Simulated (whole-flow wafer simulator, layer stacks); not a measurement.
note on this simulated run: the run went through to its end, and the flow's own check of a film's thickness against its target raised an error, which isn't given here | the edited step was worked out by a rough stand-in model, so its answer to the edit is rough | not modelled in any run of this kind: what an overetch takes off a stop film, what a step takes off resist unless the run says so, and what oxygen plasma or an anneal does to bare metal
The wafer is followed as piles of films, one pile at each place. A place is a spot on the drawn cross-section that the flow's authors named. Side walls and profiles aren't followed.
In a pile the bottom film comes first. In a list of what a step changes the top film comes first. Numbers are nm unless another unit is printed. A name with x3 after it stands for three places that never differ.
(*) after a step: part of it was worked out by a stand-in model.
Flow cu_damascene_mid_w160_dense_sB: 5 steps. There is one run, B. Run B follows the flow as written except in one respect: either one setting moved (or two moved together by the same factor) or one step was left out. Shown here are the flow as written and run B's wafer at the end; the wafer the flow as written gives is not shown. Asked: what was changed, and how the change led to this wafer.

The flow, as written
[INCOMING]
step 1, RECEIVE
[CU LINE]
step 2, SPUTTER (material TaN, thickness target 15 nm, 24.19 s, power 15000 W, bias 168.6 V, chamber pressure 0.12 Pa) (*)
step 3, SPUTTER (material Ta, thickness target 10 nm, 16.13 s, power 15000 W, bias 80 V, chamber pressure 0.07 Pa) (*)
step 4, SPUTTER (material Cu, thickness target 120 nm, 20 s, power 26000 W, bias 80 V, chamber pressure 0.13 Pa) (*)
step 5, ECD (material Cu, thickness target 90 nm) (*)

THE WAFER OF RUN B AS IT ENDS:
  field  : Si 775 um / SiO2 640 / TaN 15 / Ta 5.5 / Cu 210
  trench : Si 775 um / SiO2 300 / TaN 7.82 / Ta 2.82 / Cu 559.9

The reason: step 3, SPUTTER: thickness target 5.5 nm was run, while the flow as written has thickness target 10 nm; step 3, SPUTTER: 8.87 s was run, where the flow has 16.13 s.
The wafer itself shows it: field has Ta 5.5, and step 3 as written asks for 10 nm.

How this came from the change, step by step:
  step 3, SPUTTER (material Ta, thickness target 10 nm, 16.13 s, power 15000 W, bias 80 V, chamber pressure 0.07 Pa) (*)
      field: +5.5 Ta (new film) (in the flow as written it would be: +10 Ta (new film))
      trench: +2.82 Ta (new film) (in the flow as written it would be: +5.14 Ta (new film))
